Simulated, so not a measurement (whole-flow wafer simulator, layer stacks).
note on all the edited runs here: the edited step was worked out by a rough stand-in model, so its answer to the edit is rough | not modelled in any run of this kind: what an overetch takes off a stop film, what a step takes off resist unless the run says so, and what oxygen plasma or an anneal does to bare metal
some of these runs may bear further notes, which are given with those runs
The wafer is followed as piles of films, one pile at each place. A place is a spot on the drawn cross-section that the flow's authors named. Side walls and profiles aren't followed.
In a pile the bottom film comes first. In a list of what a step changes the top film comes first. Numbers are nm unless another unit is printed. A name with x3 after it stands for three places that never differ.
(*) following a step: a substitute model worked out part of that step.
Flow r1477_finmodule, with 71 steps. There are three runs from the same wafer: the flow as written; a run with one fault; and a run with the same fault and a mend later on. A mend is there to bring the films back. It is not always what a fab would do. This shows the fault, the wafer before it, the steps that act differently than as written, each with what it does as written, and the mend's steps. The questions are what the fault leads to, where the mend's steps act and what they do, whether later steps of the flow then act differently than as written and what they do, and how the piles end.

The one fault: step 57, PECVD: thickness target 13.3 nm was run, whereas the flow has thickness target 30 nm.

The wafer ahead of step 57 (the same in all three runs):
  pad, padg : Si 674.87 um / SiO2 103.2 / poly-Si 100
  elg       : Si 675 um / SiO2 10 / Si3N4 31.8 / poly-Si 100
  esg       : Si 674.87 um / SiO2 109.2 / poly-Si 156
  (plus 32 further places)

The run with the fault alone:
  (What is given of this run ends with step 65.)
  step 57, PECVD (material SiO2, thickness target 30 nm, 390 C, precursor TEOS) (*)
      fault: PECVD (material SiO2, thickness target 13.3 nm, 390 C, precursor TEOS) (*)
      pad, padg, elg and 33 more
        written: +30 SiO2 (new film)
        fault: +13.3 SiO2 (new film)
  Every later step of the flow up to step 65 that is run acts as written, at every place that is followed, to within 2% or 0.5 nm, whichever is larger.
  The piles after step 65 differ from the flow's at pad, padg, elg and 33 more by more than 2% or 0.5 nm, whichever is larger.
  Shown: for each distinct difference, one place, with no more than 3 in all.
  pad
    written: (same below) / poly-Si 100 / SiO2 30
    fault: (same below) / poly-Si 100 / SiO2 13.3
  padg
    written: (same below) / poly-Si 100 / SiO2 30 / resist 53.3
    fault: (same below) / poly-Si 100 / SiO2 13.3 / resist 53.3
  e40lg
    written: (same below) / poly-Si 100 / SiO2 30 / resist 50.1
    fault: (same below) / poly-Si 100 / SiO2 13.3 / resist 50.1

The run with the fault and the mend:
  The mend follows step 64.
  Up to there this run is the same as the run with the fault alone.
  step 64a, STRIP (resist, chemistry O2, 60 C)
      padg, elg, esg
        -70 resist (all of it)
      e40lg, e100lg, e200lg
        -66.9 resist (all of it)
      s40sg, s45sg
        -91 resist (all of it)
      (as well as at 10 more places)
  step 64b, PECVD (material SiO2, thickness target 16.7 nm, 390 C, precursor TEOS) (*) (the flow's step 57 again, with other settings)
      pad, padg, elg and 33 more
        +16.7 SiO2
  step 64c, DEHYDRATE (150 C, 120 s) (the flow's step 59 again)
      leaves every film unchanged at each place that is followed
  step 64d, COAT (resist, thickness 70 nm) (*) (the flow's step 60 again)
      e40lg, e100lg, e200lg, elo, e40lo, e100lo, e200lo
        +66.9 resist (new film)
      pad, padg, elg, esg
        +70 resist (new film)
      s40sg, s45sg, s40so, s45so
        +91 resist (new film)
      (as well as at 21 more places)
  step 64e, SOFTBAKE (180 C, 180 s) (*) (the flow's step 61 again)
      leaves every film unchanged at each place that is followed
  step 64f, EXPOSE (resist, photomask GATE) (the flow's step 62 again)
      leaves every film unchanged at each place that is followed
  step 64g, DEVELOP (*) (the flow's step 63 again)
      elo, e40lo, e100lo, e200lo
        -66.9 resist (all of it)
      eso, e40so
        -129.5 resist (all of it)
      s40so, s45so
        -91 resist (all of it)
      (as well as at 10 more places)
  Every later step of the flow that is run acts as written at every place that is followed.
  At every place that both follow, the piles at the end match the flow's.
